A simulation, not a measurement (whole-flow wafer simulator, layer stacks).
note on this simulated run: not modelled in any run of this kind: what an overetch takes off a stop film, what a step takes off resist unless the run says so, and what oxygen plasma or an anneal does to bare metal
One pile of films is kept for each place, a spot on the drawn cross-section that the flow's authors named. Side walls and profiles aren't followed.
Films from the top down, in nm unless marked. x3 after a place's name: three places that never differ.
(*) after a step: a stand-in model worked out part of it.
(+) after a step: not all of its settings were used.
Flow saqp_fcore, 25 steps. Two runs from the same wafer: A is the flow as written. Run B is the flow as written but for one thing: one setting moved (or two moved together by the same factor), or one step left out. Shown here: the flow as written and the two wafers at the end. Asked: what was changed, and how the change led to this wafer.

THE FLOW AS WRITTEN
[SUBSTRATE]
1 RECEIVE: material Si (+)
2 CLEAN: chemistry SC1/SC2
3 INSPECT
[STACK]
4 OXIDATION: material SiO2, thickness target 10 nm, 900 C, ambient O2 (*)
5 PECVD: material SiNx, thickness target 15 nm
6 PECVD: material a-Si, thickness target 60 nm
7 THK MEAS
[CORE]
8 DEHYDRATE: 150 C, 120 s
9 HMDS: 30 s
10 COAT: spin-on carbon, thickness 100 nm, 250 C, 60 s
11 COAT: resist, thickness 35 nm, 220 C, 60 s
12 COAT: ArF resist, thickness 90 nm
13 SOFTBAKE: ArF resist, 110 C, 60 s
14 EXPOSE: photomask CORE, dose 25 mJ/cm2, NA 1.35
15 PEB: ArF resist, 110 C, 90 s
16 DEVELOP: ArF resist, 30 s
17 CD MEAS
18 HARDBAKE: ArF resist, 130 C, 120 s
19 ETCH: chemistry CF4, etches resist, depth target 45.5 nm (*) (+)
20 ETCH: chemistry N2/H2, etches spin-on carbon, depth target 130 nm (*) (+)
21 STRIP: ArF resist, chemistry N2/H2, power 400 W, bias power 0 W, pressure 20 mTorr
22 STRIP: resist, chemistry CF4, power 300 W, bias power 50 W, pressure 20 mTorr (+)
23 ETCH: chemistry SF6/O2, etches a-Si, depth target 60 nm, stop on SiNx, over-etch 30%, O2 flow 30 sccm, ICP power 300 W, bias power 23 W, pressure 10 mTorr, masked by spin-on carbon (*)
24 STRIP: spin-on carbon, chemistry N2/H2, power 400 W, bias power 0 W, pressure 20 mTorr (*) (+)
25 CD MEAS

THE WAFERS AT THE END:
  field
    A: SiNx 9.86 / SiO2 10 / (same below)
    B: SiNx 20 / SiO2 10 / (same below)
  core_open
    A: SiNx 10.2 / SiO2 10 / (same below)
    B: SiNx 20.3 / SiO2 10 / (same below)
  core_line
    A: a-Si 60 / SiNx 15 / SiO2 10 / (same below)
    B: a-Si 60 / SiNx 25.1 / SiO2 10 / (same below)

The cause: step 5, PECVD: thickness target 25.1 nm was run, where the flow has thickness target 15 nm.
It can be read off the wafer: core_line has SiNx 25.1, and step 5 as written asks for 15 nm.

How the change led to this, step by step:
  5 PECVD: material SiNx, thickness target 15 nm
      field, core_open, core_line: A SiNx +15 (new film) | B SiNx +25.1 (new film)
